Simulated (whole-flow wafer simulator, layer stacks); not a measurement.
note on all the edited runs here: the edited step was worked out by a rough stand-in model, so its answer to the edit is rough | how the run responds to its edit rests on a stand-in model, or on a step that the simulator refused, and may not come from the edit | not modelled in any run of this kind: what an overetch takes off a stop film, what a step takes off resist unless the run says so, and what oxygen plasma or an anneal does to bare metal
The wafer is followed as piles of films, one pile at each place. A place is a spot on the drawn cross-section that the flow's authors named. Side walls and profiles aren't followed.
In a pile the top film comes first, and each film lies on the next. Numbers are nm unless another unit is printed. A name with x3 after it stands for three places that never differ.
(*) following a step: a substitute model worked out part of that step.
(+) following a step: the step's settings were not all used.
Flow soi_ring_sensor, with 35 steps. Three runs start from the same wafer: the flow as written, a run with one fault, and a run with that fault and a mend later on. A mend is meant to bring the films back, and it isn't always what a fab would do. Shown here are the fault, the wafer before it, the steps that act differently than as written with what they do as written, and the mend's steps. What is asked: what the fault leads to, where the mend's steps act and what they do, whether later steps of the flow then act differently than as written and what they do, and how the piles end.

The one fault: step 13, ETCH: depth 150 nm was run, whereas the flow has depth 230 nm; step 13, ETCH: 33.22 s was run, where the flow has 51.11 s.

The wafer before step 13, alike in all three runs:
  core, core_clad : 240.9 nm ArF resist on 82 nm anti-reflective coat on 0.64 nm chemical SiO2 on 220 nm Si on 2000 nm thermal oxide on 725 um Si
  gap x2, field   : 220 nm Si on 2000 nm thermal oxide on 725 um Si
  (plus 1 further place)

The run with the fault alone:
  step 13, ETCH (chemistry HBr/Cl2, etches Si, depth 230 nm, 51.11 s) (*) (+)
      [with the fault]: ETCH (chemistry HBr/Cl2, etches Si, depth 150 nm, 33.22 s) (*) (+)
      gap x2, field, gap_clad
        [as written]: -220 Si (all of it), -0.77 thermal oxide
        [with the fault]: -150 Si
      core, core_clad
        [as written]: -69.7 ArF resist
        [with the fault]: -45.3 ArF resist
  Steps later in the flow that act otherwise than as written (1 other step is not shown; it differs only slightly, by no more than 2% or 0.5 nm, whichever is larger):
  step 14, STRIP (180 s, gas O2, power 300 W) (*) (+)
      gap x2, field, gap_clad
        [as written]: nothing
        [with the fault]: +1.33 chemical SiO2 (new film), -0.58 Si
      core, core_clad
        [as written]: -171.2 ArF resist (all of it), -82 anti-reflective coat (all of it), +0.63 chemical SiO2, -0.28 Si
        [with the fault]: -195.6 ArF resist (all of it), -82 anti-reflective coat (all of it), +0.62 chemical SiO2, -0.27 Si
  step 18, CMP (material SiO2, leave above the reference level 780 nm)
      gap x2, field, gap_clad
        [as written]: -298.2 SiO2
        [with the fault]: -369.8 SiO2
  The piles end different from the flow's at field by more than 2% or 0.5 nm, whichever is larger.
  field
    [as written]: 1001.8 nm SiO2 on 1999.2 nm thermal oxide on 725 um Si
    [with the fault]: 930.2 nm SiO2 on 1.33 nm chemical SiO2 on 69.4 nm Si on 2000 nm thermal oxide on 725 um Si

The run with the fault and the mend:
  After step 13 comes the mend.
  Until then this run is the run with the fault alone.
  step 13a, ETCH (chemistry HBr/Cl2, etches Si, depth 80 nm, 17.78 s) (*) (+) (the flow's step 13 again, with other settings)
      gap x2, field, gap_clad
        -70 Si (all of it), -0.77 thermal oxide
      core, core_clad
        -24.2 ArF resist
  None of the later steps of the flow differs from how it acts as written, at any place that is followed, by more than 2% or 0.5 nm, whichever is larger.
  The piles end the same as the flow's at every place that both follow.
